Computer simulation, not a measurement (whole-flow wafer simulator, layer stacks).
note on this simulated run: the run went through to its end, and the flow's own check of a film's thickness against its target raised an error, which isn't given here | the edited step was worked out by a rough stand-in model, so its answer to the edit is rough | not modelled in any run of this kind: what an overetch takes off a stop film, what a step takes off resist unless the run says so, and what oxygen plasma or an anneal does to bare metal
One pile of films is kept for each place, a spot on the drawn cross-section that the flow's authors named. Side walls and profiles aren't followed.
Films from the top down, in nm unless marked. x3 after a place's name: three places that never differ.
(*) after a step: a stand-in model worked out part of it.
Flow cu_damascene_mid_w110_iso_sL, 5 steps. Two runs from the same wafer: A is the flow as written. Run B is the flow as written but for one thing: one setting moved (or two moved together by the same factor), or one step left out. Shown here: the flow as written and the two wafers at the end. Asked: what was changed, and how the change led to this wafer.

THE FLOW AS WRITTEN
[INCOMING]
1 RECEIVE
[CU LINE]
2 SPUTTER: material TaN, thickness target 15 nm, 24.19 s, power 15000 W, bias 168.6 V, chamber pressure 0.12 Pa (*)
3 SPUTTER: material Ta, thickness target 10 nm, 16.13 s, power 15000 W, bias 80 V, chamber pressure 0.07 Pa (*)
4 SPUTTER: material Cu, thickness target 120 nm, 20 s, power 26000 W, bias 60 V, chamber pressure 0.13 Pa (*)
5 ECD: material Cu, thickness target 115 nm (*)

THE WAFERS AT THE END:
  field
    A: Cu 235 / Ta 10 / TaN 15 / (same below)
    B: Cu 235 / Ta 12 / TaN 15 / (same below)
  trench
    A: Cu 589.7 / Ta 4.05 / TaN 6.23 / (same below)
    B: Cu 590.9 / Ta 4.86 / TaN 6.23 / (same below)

The cause: step 3, SPUTTER: 19.36 s was run, where the flow has 16.13 s.

How the change led to this, step by step:
  3 SPUTTER: material Ta, thickness target 10 nm, 16.13 s, power 15000 W, bias 80 V, chamber pressure 0.07 Pa (*)
      field: A Ta +10 (new film) | B Ta +12 (new film)
      trench: A Ta +4.05 (new film) | B Ta +4.86 (new film)
